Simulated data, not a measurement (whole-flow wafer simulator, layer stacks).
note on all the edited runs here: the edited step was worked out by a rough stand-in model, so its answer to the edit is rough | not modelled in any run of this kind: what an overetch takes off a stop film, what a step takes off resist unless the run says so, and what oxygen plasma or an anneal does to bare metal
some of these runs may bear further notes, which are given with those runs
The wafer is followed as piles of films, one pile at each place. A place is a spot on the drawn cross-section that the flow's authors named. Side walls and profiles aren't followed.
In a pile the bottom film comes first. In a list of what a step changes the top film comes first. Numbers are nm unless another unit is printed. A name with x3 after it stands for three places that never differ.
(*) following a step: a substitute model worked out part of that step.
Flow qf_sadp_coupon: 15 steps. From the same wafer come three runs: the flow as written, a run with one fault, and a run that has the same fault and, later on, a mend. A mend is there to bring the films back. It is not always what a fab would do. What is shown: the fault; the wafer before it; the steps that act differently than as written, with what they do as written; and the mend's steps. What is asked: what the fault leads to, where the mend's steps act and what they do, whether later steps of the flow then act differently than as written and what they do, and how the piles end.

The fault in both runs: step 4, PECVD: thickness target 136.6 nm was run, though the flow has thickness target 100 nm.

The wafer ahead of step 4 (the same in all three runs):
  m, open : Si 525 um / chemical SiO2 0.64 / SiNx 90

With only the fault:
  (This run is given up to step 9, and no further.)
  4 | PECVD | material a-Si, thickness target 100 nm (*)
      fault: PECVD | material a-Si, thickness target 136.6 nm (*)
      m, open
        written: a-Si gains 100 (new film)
        fault: a-Si gains 136.6 (new film)
  None of the later steps of the flow up to step 9 acts differently than as written at any place that is followed.
  The piles after step 9 differ from the flow's at m, open by more than 2% or 0.5 nm, whichever is larger.
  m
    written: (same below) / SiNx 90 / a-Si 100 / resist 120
    fault: (same below) / SiNx 90 / a-Si 136.6 / resist 120
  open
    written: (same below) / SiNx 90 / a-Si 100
    fault: (same below) / SiNx 90 / a-Si 136.6

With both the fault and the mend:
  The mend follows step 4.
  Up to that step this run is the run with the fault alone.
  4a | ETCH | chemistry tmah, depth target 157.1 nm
      m, open
        a-Si loses 136.6 (all of it)
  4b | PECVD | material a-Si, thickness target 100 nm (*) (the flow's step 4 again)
      m, open
        a-Si gains 100 (new film)
  None of the later steps of the flow acts differently than as written at any place that is followed.
  At every place that both follow, the piles at the end match the flow's.
